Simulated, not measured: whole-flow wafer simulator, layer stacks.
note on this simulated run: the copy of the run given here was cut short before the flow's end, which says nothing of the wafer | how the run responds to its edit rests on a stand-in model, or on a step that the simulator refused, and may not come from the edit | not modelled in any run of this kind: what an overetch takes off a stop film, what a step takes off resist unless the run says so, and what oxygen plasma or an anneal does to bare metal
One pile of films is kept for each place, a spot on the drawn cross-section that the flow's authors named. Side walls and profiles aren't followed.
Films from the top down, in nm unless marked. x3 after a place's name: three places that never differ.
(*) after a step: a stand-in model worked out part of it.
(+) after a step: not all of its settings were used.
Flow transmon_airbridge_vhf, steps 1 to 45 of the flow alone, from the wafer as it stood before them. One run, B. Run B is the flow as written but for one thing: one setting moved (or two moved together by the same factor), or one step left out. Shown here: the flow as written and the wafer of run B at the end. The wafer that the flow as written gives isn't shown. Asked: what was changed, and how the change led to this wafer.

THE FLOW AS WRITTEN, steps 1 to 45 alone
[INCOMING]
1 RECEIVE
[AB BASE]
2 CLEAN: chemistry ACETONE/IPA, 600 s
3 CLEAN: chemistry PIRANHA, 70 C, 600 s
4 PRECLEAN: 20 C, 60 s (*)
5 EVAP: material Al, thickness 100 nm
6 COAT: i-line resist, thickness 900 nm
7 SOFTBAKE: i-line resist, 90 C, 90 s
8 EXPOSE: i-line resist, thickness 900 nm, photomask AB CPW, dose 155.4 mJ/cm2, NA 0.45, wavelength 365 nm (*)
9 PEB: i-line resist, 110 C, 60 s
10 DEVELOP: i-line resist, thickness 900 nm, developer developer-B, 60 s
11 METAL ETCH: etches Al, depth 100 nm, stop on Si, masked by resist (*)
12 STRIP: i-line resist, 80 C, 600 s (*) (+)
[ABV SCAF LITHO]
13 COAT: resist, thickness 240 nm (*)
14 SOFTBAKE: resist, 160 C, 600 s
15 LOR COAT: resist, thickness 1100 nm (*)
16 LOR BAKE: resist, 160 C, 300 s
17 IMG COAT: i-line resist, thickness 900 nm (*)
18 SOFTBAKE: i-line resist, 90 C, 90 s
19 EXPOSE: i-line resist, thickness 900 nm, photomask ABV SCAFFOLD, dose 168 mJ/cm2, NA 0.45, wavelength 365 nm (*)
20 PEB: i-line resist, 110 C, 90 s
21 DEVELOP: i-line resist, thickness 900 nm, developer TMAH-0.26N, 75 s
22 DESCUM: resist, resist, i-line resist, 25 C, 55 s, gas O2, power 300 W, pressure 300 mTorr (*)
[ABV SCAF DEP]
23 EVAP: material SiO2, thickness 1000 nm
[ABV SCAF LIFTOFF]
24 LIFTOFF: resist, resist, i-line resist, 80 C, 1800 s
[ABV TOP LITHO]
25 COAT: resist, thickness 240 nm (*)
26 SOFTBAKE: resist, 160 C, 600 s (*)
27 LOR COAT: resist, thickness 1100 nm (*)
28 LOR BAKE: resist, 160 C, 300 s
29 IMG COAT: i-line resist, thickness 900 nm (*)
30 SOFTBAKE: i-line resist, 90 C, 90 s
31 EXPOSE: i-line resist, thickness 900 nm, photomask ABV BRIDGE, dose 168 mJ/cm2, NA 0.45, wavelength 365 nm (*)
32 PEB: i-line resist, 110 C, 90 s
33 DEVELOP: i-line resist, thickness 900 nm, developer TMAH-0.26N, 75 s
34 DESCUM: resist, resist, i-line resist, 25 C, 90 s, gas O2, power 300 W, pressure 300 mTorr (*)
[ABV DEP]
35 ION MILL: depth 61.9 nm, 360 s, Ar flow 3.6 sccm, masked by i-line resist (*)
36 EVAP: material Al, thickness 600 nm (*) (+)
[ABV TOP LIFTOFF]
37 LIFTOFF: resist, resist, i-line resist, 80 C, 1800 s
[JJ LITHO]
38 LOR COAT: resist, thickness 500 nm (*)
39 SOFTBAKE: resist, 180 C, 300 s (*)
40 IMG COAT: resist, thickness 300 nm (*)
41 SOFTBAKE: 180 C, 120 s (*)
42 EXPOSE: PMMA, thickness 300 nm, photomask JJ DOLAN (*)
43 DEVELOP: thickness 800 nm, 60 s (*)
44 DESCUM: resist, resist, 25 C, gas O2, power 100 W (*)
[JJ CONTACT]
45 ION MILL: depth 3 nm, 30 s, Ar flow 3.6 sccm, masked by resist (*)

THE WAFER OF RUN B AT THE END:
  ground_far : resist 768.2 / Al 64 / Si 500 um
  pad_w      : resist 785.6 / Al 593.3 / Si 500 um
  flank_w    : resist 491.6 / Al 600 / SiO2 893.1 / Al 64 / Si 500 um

The cause: step 5, EVAP: thickness 64 nm was run, where the flow has thickness 100 nm.
It can be read off the wafer: ground_far has Al 64, and step 5 as written asks for 100 nm.

How the change led to this, step by step:
  5 EVAP: material Al, thickness 100 nm
      field x3, jj_line, ground_far and 12 more: Al +64 (new film) (as written it would be: Al +100 (new film))
  11 METAL ETCH: etches Al, depth 100 nm, stop on Si, masked by resist (*)
      ground_far, pad_w, flank_w and 8 more: i-line resist -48 (as written it would be: i-line resist -50)
      field x3, jj_line, gap_w, gap_e: Al -64 (all of it) (as written it would be: Al -100 (all of it))
  13 COAT: resist, thickness 240 nm (*)
      flank_w, flank_e: resist +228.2 (new film) (as written it would be: resist +222.3 (new film))
  22 DESCUM: resist, resist, i-line resist, 25 C, 55 s, gas O2, power 300 W, pressure 300 mTorr (*)
      flank_w, flank_e: resist -228.2 (all of it) (as written it would be: resist -222.3 (all of it))
  25 COAT: resist, thickness 240 nm (*)
      flank_w, flank_e: resist +156.5 (new film) (as written it would be: resist +152.6 (new film))
  34 DESCUM: resist, resist, i-line resist, 25 C, 90 s, gas O2, power 300 W, pressure 300 mTorr (*)
      flank_w, flank_e: resist -156.5 (all of it) (as written it would be: resist -152.6 (all of it))
  40 IMG COAT: resist, thickness 300 nm (*)
      flank_w, flank_e: resist +217.8 (as written it would be: resist +212.1)
